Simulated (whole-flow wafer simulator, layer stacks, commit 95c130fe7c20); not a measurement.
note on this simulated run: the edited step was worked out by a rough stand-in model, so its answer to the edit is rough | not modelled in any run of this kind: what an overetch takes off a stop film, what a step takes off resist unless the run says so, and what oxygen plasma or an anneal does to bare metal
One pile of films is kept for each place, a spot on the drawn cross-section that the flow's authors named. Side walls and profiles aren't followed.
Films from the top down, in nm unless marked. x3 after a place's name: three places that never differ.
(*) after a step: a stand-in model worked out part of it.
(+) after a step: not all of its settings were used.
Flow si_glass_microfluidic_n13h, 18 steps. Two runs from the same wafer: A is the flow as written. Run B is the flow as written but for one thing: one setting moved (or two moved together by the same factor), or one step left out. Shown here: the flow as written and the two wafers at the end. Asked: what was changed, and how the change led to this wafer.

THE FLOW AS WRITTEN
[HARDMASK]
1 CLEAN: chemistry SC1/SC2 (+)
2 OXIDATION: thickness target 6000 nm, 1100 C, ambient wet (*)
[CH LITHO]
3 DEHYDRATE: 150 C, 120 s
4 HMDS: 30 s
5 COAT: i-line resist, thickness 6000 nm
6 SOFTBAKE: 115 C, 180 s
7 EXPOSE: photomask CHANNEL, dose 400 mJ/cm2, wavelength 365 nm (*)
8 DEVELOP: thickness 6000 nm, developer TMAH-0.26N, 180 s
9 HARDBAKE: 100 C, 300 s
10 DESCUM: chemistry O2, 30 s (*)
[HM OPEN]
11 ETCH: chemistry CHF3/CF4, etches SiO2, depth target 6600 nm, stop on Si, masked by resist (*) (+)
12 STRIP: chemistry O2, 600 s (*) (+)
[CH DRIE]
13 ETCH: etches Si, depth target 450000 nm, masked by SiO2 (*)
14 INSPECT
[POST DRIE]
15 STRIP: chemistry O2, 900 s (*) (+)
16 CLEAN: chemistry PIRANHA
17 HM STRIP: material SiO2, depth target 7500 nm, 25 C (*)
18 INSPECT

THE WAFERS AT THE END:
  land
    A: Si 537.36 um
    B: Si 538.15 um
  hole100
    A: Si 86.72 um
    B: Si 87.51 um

The cause: step 2, OXIDATION: thickness target 4200 nm was run, where the flow has thickness target 6000 nm.

How the change led to this, step by step:
  2 OXIDATION: thickness target 6000 nm, 1100 C, ambient wet (*)
      land, hole100: A SiO2 +6000 (new film), chemical SiO2 -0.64 (all of it), Si -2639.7 | B SiO2 +4200 (new film), chemical SiO2 -0.64 (all of it), Si -1847.7
  11 ETCH: chemistry CHF3/CF4, etches SiO2, depth target 6600 nm, stop on Si, masked by resist (*) (+)
      land: A i-line resist -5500 | B i-line resist -5250
      hole100: A SiO2 -6000 (all of it) | B SiO2 -4200 (all of it)
  12 STRIP: chemistry O2, 600 s (*) (+)
      land: A i-line resist -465 (all of it) | B i-line resist -715 (all of it)
  17 HM STRIP: material SiO2, depth target 7500 nm, 25 C (*)
      land: A SiO2 -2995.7 (all of it) | B SiO2 -1195.7 (all of it)
